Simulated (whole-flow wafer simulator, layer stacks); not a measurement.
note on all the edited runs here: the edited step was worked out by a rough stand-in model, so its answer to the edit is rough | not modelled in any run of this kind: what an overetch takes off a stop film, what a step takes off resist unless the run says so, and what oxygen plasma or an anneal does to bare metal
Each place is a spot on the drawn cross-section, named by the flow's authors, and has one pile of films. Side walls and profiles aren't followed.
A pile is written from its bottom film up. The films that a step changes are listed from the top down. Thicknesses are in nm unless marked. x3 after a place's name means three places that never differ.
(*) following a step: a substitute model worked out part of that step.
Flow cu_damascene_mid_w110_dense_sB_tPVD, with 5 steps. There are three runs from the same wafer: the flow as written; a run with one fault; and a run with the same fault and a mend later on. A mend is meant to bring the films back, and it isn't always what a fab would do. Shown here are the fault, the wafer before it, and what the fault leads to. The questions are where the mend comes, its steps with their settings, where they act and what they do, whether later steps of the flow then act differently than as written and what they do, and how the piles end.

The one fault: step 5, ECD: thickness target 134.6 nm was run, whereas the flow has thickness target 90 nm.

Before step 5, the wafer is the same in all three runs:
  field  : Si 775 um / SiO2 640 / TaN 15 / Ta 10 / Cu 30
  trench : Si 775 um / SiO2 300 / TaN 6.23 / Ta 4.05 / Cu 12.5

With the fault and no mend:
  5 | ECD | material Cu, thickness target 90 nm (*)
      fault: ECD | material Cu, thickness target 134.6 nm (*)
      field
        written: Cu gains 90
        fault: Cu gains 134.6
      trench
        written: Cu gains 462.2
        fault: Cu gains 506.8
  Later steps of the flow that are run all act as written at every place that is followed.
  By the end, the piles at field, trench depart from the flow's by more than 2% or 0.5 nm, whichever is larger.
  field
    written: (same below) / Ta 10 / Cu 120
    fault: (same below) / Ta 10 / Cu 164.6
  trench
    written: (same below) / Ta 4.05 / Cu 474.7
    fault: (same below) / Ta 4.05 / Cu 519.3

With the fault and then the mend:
  The mend follows step 5.
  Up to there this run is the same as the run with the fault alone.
  5a | ETCH | chemistry cu recess dil, depth target 44.6 nm
      field, trench
        Cu loses 44.6
  Later steps of the flow that are run all act as written at every place that is followed.
  At every place that both follow, the piles at the end match the flow's.
